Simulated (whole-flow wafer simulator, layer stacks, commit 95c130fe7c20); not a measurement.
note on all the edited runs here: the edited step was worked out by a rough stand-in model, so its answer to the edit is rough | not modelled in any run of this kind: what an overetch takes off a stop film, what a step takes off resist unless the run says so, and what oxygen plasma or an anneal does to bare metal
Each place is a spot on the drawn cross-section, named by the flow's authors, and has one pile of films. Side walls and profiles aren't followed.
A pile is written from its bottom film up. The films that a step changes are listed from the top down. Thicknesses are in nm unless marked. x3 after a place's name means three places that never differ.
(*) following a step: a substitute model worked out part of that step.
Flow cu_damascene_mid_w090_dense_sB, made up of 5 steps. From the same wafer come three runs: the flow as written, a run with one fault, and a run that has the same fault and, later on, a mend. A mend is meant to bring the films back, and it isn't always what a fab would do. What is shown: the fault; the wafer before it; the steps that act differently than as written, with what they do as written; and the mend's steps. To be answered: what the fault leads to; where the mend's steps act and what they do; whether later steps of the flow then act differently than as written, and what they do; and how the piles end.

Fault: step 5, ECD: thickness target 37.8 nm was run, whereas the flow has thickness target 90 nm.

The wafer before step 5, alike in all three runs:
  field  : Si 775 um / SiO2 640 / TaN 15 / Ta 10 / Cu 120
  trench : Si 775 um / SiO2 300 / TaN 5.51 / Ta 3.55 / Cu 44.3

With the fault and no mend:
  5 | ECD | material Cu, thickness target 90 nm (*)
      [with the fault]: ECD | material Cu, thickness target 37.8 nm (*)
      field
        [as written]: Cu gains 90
        [with the fault]: Cu gains 37.8
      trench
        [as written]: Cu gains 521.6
        [with the fault]: Cu gains 469.4
  Every later step of the flow that is run acts as written at every place that is followed.
  By the end, the piles at field, trench depart from the flow's by more than 2% or 0.5 nm, whichever is larger.
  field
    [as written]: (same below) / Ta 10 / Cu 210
    [with the fault]: (same below) / Ta 10 / Cu 157.8
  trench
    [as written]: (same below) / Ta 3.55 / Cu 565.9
    [with the fault]: (same below) / Ta 3.55 / Cu 513.7

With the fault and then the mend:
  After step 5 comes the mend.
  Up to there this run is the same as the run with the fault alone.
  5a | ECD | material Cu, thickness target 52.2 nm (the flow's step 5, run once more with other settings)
      field, trench
        Cu gains 52.2
  Every later step of the flow that is run acts as written at every place that is followed.
  The piles end the same as the flow's at every place that both follow.
